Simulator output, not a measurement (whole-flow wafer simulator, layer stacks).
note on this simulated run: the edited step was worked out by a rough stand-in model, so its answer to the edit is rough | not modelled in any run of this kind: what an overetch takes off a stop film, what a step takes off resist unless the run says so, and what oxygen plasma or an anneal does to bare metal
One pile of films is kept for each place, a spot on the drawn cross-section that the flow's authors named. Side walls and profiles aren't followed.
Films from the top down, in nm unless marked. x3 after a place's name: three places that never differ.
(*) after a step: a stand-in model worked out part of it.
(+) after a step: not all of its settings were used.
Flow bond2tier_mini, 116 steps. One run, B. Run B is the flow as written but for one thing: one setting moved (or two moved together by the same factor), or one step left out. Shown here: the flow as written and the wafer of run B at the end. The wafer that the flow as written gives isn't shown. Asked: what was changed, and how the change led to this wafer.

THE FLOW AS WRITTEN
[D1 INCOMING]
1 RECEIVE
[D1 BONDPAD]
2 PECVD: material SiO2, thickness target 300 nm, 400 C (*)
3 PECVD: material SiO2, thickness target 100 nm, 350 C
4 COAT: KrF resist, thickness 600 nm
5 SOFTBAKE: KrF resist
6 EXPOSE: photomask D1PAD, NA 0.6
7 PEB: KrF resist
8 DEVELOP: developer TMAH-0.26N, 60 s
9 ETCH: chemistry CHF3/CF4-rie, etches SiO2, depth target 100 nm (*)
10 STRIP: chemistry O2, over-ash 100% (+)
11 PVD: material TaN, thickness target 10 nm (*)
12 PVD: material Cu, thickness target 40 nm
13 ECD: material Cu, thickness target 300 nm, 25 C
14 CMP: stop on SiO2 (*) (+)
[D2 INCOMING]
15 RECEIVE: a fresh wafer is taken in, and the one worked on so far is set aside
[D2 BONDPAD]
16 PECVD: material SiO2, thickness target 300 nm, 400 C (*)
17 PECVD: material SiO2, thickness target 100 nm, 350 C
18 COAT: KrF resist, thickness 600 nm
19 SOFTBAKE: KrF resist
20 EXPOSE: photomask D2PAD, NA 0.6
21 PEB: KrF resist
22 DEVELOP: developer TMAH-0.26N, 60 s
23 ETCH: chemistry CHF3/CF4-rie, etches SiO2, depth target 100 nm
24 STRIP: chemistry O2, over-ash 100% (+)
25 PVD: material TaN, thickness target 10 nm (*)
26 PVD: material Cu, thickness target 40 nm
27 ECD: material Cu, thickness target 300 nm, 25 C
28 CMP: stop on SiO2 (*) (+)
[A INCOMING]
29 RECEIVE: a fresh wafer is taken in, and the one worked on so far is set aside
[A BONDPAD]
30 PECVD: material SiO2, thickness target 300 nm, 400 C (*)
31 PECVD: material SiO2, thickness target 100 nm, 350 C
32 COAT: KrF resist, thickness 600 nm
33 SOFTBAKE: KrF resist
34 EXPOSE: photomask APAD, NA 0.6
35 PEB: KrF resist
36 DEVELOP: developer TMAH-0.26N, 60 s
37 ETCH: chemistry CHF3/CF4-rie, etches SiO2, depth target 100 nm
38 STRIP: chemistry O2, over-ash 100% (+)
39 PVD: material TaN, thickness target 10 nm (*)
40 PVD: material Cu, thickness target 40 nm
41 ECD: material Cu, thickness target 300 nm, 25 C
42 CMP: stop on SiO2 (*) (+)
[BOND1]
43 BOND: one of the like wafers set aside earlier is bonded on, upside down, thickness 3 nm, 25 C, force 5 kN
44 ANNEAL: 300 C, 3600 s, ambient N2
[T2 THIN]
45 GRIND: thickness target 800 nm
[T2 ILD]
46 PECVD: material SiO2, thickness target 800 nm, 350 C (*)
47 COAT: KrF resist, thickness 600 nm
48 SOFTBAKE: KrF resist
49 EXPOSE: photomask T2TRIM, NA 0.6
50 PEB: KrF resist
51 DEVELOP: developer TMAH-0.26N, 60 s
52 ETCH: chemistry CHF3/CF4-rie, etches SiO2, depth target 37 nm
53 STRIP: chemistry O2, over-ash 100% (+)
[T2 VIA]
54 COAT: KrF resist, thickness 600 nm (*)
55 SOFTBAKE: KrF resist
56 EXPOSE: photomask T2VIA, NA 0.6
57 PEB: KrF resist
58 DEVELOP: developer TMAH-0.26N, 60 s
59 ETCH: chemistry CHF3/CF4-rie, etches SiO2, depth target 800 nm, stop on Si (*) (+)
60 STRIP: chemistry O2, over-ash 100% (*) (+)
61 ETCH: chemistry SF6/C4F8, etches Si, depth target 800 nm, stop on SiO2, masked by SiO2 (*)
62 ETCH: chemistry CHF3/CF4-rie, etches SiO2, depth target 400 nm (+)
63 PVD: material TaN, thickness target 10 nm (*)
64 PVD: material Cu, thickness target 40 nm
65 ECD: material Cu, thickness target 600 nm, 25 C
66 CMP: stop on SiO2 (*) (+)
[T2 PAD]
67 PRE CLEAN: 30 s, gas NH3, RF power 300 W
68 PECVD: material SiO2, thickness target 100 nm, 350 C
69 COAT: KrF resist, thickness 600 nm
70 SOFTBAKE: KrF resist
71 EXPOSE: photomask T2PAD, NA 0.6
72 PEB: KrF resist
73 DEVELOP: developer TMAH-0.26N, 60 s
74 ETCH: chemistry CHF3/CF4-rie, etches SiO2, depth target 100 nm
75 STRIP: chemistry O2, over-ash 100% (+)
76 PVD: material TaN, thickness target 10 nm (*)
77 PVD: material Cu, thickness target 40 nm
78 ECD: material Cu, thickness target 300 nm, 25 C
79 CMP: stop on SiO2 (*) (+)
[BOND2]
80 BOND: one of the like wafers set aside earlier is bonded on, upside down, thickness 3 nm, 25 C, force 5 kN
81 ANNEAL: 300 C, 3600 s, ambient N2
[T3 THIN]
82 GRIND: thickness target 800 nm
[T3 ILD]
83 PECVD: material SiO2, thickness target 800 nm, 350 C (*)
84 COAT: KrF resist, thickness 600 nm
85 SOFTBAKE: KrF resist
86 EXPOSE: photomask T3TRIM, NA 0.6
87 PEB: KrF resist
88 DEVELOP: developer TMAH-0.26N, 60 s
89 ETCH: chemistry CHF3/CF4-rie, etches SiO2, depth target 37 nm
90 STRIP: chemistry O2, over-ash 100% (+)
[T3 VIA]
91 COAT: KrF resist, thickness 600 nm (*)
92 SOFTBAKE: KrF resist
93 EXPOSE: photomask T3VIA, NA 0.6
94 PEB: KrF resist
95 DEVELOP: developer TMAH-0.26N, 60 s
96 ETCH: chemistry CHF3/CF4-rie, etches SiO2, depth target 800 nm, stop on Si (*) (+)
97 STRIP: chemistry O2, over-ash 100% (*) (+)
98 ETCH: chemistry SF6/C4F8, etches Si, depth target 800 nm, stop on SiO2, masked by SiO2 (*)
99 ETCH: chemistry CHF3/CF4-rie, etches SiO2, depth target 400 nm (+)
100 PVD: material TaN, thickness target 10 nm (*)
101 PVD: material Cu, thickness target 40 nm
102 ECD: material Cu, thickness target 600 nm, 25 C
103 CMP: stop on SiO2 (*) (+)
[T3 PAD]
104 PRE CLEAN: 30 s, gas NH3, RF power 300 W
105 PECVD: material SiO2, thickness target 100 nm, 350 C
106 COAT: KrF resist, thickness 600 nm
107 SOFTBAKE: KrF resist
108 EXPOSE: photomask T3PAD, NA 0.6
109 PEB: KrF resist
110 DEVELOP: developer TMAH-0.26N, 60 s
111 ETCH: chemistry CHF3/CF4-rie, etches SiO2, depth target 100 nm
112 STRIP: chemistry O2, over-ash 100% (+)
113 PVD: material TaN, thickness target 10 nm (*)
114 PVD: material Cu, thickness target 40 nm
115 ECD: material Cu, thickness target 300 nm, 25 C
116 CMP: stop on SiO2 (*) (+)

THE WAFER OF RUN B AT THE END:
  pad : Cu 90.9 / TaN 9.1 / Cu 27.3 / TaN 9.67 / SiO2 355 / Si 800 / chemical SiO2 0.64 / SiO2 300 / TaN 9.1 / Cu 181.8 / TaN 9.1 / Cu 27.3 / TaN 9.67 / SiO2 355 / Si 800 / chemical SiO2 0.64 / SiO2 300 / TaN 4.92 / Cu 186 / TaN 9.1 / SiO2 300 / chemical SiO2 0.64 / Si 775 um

The cause: step 11, PVD: thickness target 5.4 nm was run, where the flow has thickness target 10 nm.

How the change led to this, step by step:
  11 PVD: material TaN, thickness target 10 nm (*)
      field: TaN +5.4 (new film) (as written it would be: TaN +10 (new film))
      pad: TaN +4.92 (new film) (as written it would be: TaN +9.1 (new film))
      (and at 1 more place)
  14 CMP: stop on SiO2 (*) (+)
      field: Cu -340 (all of it), TaN -5.4 (all of it) (as written it would be: Cu -340 (all of it), TaN -10 (all of it))
  43 BOND: one of the like wafers set aside earlier is bonded on, upside down, thickness 3 nm, 25 C, force 5 kN
      pad: Si +775 um (new film), chemical SiO2 +0.64 (new film), SiO2 +300 (new film), TaN +4.92 (new film), Cu +95.1 (as written it would be: Si +775 um (new film), chemical SiO2 +0.64 (new film), SiO2 +300 (new film), TaN +9.1 (new film), Cu +90.9)
      via: Si +775 um (new film), chemical SiO2 +0.64 (new film), SiO2 +300 (new film), TaN +5.39 (new film), Cu +94.6 (as written it would be: Si +775 um (new film), chemical SiO2 +0.64 (new film), SiO2 +300 (new film), TaN +9.97 (new film), Cu +90)
